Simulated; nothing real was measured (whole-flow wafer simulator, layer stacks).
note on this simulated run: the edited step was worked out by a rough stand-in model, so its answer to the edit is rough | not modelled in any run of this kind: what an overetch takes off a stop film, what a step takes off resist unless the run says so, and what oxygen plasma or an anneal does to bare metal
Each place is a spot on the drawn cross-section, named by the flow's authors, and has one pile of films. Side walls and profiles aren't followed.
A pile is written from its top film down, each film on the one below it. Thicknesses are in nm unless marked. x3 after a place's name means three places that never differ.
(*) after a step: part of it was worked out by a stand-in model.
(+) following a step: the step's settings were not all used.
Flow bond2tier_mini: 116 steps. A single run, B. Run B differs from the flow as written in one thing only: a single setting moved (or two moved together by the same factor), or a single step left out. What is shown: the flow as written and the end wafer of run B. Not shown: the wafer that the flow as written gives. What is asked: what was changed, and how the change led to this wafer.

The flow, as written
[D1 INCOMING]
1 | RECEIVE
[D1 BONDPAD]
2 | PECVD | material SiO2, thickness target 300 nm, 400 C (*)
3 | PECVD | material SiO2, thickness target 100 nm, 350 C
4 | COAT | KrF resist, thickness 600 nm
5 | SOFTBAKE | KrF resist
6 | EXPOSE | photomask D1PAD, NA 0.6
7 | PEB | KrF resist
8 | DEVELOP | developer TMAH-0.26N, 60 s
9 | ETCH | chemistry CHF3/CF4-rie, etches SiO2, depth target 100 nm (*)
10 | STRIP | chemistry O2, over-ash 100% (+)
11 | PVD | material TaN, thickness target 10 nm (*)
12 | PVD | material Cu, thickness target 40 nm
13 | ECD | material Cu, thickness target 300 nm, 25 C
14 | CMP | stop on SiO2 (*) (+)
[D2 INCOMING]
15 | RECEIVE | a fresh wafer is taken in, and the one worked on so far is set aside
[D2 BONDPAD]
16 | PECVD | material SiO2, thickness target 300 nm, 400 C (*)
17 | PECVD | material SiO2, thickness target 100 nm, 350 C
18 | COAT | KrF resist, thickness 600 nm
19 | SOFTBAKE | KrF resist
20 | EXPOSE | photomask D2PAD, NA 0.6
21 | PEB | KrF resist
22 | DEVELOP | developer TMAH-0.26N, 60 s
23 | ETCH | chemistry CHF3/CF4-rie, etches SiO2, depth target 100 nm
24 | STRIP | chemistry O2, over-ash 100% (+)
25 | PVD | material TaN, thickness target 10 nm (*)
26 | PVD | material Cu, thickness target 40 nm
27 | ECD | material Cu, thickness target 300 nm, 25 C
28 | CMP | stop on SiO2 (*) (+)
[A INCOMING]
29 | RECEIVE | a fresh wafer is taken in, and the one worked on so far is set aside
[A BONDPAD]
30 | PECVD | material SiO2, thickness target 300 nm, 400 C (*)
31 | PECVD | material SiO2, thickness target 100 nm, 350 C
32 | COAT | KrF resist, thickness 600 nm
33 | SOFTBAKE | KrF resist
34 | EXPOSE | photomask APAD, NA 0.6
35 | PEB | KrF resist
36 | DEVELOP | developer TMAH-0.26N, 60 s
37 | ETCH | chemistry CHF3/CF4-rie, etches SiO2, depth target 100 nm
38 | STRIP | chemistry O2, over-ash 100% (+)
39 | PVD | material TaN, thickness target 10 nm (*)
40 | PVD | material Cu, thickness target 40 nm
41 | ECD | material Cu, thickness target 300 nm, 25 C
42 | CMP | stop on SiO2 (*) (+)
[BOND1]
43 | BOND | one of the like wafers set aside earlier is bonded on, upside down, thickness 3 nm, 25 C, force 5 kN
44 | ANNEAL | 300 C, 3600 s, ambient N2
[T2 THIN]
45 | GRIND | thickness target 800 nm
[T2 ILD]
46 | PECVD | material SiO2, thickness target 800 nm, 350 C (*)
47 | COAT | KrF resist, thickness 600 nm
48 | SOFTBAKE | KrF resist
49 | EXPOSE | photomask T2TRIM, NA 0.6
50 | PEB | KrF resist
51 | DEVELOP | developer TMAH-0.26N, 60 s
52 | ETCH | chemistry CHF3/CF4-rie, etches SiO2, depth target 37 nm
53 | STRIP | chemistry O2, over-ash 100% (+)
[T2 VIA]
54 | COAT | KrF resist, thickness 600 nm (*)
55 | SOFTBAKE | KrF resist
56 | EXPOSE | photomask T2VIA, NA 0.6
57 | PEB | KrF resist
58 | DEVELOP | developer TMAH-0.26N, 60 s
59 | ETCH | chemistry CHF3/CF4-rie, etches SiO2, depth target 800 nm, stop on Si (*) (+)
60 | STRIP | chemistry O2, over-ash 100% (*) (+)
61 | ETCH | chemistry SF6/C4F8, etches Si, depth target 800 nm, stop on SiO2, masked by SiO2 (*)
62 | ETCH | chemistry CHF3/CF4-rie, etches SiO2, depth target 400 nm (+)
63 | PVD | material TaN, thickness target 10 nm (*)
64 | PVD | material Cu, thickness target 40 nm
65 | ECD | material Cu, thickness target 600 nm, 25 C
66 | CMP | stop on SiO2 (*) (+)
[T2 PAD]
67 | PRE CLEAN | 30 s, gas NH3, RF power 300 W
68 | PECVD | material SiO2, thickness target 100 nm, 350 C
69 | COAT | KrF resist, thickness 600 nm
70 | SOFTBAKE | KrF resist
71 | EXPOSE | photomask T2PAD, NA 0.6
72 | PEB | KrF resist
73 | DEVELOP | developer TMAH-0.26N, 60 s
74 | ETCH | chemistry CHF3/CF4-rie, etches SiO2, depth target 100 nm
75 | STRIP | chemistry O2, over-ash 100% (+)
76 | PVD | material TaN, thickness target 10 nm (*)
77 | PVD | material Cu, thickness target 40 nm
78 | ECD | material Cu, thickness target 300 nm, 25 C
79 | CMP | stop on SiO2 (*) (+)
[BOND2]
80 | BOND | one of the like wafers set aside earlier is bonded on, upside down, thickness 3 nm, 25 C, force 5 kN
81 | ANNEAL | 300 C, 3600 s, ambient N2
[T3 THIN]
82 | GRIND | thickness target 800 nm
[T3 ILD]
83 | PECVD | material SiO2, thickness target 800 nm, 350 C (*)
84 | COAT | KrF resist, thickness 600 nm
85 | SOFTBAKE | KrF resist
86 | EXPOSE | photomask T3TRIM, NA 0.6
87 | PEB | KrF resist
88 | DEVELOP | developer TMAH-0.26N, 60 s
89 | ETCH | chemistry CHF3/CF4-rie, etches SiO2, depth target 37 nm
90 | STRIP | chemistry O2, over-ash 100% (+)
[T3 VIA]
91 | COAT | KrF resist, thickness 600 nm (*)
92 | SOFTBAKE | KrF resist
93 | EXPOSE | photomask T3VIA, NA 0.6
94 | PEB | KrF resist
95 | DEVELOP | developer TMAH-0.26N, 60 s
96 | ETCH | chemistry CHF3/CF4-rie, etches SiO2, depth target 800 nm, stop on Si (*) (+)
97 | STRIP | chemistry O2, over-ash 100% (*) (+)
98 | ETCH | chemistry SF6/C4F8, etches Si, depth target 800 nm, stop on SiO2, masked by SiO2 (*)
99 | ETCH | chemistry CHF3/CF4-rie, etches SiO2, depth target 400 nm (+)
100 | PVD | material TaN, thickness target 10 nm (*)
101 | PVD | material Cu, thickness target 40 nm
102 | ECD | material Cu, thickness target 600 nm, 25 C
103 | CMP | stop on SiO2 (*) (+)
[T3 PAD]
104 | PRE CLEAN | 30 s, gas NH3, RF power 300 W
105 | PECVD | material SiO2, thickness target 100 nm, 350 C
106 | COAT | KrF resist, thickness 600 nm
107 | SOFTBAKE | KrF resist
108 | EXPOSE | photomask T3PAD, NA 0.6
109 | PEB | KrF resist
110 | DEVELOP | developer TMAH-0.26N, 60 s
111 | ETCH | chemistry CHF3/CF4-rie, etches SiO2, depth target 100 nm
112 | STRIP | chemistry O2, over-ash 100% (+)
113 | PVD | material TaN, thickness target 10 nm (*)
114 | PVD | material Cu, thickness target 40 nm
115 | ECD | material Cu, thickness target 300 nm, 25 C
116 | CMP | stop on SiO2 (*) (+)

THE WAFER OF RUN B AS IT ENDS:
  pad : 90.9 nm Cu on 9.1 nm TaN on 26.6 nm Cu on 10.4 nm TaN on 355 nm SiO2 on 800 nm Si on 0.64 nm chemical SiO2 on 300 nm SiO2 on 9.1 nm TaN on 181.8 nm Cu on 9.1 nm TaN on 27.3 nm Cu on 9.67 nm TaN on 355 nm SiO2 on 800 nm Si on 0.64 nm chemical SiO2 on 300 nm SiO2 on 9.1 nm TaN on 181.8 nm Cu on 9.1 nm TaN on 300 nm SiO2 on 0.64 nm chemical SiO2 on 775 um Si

What caused this: step 100, PVD: thickness target 10.8 nm was run, though the flow has thickness target 10 nm.

The path from the change to this, step by step:
  100 | PVD | material TaN, thickness target 10 nm (*)
      field: TaN gains 10.8 (new film) (it would be, as written: TaN gains 10 (new film))
      pad: TaN gains 10.4 (new film) (it would be, as written: TaN gains 9.67 (new film))
  103 | CMP | stop on SiO2 (*) (+)
      field: Cu loses 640 (all of it), TaN loses 10.8 (all of it) (it would be, as written: Cu loses 640 (all of it), TaN loses 10 (all of it))
